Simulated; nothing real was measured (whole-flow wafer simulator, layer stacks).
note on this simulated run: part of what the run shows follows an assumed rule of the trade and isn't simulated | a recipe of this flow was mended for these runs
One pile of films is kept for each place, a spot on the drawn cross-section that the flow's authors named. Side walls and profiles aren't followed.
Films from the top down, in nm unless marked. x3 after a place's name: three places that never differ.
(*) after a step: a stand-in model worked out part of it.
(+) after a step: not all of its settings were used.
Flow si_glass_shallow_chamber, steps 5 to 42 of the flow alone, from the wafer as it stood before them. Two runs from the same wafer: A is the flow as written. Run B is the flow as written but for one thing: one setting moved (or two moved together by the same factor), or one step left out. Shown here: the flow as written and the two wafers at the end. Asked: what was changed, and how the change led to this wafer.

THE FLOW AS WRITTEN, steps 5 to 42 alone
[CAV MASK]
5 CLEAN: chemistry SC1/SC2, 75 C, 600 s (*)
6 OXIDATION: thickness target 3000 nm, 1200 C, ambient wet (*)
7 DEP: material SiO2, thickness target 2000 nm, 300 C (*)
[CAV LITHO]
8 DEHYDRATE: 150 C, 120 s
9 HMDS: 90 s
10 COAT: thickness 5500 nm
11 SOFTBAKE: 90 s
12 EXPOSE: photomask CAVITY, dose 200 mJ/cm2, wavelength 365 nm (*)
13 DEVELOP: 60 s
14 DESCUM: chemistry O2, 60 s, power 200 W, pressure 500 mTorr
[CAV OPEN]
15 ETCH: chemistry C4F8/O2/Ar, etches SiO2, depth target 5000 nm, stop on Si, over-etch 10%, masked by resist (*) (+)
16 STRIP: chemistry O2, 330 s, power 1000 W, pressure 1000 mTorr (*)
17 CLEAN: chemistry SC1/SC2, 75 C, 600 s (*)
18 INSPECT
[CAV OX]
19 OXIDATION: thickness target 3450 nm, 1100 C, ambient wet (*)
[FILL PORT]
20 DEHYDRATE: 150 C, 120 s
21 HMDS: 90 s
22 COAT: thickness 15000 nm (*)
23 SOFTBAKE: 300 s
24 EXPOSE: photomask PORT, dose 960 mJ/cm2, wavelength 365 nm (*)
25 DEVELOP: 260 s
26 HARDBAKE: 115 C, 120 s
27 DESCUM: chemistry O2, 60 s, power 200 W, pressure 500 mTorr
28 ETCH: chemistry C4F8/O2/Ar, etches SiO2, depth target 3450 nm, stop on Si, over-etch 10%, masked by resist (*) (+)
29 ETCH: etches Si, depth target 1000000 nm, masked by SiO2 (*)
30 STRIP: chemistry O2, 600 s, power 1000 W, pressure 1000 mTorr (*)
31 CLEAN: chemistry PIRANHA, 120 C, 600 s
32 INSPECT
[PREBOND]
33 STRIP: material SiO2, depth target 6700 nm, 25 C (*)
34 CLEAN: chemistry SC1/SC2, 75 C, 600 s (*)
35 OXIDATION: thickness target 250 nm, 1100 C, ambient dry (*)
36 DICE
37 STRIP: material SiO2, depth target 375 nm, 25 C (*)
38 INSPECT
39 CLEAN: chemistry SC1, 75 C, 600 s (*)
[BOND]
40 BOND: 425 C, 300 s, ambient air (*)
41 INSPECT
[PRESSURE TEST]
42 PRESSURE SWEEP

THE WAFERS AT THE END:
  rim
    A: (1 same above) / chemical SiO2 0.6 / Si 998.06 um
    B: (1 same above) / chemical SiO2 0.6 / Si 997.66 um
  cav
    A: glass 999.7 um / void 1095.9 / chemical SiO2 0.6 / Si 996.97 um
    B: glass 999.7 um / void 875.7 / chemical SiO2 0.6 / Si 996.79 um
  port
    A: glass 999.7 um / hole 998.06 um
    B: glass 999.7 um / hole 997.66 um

The cause: step 6, OXIDATION: thickness target 4080 nm was run, where the flow has thickness target 3000 nm.

How the change led to this, step by step:
  6 OXIDATION: thickness target 3000 nm, 1200 C, ambient wet (*)
      rim, ramp, cav, port, septum, ring: A SiO2 +3000 (new film), chemical SiO2 -0.6 (all of it), Si -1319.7 | B SiO2 +4080 (new film), chemical SiO2 -0.6 (all of it), Si -1794.9
  15 ETCH: chemistry C4F8/O2/Ar, etches SiO2, depth target 5000 nm, stop on Si, over-etch 10%, masked by resist (*) (+)
      cav, port: A SiO2 -5000 (all of it), Si -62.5 | B SiO2 -5500
  16 STRIP: chemistry O2, 330 s, power 1000 W, pressure 1000 mTorr (*)
      cav, port: A chemical SiO2 +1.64 (new film), Si -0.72 | B nothing
  17 CLEAN: chemistry SC1/SC2, 75 C, 600 s (*)
      cav, port: A chemical SiO2 -1.04, Si -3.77 | B SiO2 -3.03
  19 OXIDATION: thickness target 3450 nm, 1100 C, ambient wet (*)
      cav, port: A SiO2 +3450 (new film), chemical SiO2 -0.6 (all of it), Si -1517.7 | B SiO2 +2934.4, Si -1291.1
      rim, ramp, septum, ring: A SiO2 +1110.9, Si -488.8 | B SiO2 +944.1, Si -415.4
  22 COAT: thickness 15000 nm (*)
      rim: A thick-i-line-resist +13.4 um (new film) | B thick-i-line-resist +13.14 um (new film)
      ramp: A thick-i-line-resist +12.89 um (new film) | B thick-i-line-resist +12.55 um (new film)
      (and at 4 more places)
  23 SOFTBAKE: 300 s
      rim: A thick-i-line-resist -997 | B thick-i-line-resist -1176.4
      ramp: A thick-i-line-resist -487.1 | B thick-i-line-resist -583.3
      (and at 4 more places)
  25 DEVELOP: 260 s
      port: A thick-i-line-resist -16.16 um (all of it) | B thick-i-line-resist -16.35 um (all of it)
  26 HARDBAKE: 115 C, 120 s
      rim, ramp: A thick-i-line-resist -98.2 | B thick-i-line-resist -93
  28 ETCH: chemistry C4F8/O2/Ar, etches SiO2, depth target 3450 nm, stop on Si, over-etch 10%, masked by resist (*) (+)
      port: A SiO2 -3450 (all of it), Si -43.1 | B SiO2 -3511.3 (all of it), Si -35.5
  29 ETCH: etches Si, depth target 1000000 nm, masked by SiO2 (*)
      rim, ramp: A thick-i-line-resist -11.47 um (all of it), SiO2 -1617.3 | B thick-i-line-resist -11.04 um (all of it), SiO2 -1847.6
      port: A hole +997.05 um (new film), Si -997.05 um (all of it) | B hole +996.87 um (new film), Si -996.87 um (all of it)
      (and at 2 more places)
  30 STRIP: chemistry O2, 600 s, power 1000 W, pressure 1000 mTorr (*)
      cav: A thick-i-line-resist -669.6 (all of it) | B thick-i-line-resist -861.5 (all of it)
  33 STRIP: material SiO2, depth target 6700 nm, 25 C (*)
      rim, ramp: A SiO2 -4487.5 (all of it) | B SiO2 -5170.4 (all of it)
      septum: A SiO2 -5732.1 (all of it) | B SiO2 -6625.7 (all of it)
      (and at 1 more place)
  40 BOND: 425 C, 300 s, ambient air (*)
      cav: A glass +999.7 um (new film), void +1095.9 (new film) | B glass +999.7 um (new film), void +875.7 (new film)
      port: A glass +999.7 um (new film), hole +1017.3 | B glass +999.7 um (new film), hole +789.4
